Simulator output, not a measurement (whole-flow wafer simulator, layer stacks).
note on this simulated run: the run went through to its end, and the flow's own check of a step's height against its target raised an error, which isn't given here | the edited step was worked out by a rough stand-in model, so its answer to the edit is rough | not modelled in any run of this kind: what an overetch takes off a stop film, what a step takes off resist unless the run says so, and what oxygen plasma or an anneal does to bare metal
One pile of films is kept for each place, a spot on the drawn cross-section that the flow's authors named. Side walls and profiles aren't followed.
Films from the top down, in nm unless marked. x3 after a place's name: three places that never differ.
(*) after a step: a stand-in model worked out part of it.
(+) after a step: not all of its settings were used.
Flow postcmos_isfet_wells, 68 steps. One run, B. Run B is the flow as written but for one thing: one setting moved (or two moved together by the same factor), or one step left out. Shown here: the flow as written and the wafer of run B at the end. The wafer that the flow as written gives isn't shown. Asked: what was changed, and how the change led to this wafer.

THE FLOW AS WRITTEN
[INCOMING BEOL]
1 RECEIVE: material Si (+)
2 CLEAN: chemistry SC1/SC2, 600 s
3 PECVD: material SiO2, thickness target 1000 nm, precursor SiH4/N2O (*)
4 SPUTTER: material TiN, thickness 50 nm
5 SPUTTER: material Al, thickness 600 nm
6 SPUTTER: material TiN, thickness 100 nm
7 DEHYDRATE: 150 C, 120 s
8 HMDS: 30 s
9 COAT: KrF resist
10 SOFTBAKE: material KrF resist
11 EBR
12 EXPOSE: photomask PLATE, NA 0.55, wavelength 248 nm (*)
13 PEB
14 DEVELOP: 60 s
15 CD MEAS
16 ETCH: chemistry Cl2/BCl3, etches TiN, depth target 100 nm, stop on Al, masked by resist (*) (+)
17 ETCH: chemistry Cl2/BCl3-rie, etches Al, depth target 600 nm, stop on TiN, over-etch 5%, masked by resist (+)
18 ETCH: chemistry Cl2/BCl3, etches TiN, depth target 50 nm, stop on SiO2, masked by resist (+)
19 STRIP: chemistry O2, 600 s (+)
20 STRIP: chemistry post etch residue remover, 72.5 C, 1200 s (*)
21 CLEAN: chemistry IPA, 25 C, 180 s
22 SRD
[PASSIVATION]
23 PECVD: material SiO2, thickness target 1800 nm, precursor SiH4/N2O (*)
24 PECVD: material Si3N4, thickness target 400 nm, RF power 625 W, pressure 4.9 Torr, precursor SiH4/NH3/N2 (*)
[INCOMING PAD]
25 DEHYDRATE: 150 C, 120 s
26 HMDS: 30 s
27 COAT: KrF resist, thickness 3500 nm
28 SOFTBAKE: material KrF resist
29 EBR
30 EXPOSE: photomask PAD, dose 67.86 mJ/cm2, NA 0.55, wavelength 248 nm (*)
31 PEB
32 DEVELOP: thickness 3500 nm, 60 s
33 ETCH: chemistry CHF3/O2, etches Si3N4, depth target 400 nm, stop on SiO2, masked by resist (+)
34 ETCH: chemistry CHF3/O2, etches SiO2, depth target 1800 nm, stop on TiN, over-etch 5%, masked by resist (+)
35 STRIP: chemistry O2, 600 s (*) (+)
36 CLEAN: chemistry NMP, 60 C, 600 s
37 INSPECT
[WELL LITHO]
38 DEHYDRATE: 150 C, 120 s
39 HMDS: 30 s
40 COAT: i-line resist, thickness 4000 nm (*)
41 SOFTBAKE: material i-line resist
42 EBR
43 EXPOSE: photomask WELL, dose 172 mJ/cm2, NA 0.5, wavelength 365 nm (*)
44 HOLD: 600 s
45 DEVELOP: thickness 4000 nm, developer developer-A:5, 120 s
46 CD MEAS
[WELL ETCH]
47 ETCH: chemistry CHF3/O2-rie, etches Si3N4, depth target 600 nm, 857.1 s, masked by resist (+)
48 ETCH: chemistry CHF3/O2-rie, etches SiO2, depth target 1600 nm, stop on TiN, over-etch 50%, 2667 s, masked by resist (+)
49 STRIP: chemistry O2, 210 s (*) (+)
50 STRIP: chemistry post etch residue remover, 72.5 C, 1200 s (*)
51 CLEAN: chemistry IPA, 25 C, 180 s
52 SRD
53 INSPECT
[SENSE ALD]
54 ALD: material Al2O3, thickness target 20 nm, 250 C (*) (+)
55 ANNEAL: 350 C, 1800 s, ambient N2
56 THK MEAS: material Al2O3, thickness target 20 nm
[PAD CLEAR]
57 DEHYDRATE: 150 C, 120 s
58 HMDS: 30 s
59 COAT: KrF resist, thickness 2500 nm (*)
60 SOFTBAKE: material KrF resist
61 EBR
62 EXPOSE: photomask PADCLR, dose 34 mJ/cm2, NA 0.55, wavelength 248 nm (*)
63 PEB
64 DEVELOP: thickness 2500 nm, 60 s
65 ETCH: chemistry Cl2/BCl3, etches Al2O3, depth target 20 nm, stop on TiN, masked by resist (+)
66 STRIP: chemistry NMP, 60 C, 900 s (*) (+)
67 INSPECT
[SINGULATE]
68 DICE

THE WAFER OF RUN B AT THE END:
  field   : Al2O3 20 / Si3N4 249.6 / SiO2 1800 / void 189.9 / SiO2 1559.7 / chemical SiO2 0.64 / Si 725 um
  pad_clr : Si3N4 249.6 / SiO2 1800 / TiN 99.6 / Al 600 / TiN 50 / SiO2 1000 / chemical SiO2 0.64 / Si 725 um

The cause: step 24, PECVD: thickness target 250 nm was run, where the flow has thickness target 400 nm.

How the change led to this, step by step:
  24 PECVD: material Si3N4, thickness target 400 nm, RF power 625 W, pressure 4.9 Torr, precursor SiH4/NH3/N2 (*)
      field, margin, well900, well1300 x3, pad_rim, pad_clr, pad_open: Si3N4 +250 (new film) (as written it would be: Si3N4 +400 (new film))
  33 ETCH: chemistry CHF3/O2, etches Si3N4, depth target 400 nm, stop on SiO2, masked by resist (+)
      field, margin, well900, well1300 x3, pad_rim, pad_clr: KrF resist -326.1 (as written it would be: KrF resist -347.8)
      pad_open: Si3N4 -250 (all of it) (as written it would be: Si3N4 -400 (all of it))
  41 SOFTBAKE: material i-line resist
      pad_clr: i-line resist -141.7 (as written it would be: i-line resist -156.7)
      pad_open: i-line resist +108.7 (as written it would be: i-line resist +115.3)
  47 ETCH: chemistry CHF3/O2-rie, etches Si3N4, depth target 600 nm, 857.1 s, masked by resist (+)
      well900, well1300 x3: Si3N4 -250 (all of it), SiO2 -350 (as written it would be: Si3N4 -400 (all of it), SiO2 -200)
  48 ETCH: chemistry CHF3/O2-rie, etches SiO2, depth target 1600 nm, stop on TiN, over-etch 50%, 2667 s, masked by resist (+)
      well900, well1300 x3: SiO2 -1450 (all of it) (as written it would be: SiO2 -1600 (all of it))
  49 STRIP: chemistry O2, 210 s (*) (+)
      pad_clr: i-line resist -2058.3 (all of it) (as written it would be: i-line resist -1996.5 (all of it))
  59 COAT: KrF resist, thickness 2500 nm (*)
      field: KrF resist +1520.7 (new film) (as written it would be: KrF resist +1449 (new film))
      margin: KrF resist +1520.6 (new film) (as written it would be: KrF resist +1448.9 (new film))
      (and at 1 more place)
  64 DEVELOP: thickness 2500 nm, 60 s
      pad_clr: KrF resist -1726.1 (all of it) (as written it would be: KrF resist -1676 (all of it))
  66 STRIP: chemistry NMP, 60 C, 900 s (*) (+)
      field: KrF resist -1471.3 (all of it) (as written it would be: KrF resist -1400.1 (all of it))
      margin: KrF resist -1471.2 (all of it) (as written it would be: KrF resist -1400.1 (all of it))
